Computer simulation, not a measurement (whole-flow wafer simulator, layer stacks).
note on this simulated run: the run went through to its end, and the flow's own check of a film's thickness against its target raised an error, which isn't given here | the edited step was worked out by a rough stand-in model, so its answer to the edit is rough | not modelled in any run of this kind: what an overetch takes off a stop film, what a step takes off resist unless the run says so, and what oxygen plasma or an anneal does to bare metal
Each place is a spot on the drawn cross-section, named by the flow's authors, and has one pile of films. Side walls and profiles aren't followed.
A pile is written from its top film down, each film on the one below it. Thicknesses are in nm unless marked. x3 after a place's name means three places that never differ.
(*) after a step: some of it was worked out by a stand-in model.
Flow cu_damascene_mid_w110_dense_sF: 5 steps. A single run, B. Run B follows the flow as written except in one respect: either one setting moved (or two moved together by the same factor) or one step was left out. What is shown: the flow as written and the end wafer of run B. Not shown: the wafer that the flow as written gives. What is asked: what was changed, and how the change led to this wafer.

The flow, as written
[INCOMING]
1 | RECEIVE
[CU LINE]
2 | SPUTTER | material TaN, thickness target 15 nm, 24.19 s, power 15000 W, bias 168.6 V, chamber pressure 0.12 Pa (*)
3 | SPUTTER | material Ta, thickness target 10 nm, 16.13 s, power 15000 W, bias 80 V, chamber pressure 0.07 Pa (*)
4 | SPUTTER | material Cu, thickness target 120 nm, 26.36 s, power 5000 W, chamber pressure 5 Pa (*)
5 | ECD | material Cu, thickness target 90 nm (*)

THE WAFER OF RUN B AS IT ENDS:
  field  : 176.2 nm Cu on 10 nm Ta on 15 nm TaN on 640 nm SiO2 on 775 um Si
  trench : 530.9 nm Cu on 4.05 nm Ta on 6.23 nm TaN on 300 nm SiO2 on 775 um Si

Cause: step 5, ECD: thickness target 56.2 nm was run, though the flow has thickness target 90 nm.

The path from the change to this, step by step:
  5 | ECD | material Cu, thickness target 90 nm (*)
      field: Cu gains 56.2 (in the flow as written it would be: Cu gains 90)
      trench: Cu gains 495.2 (in the flow as written it would be: Cu gains 529)
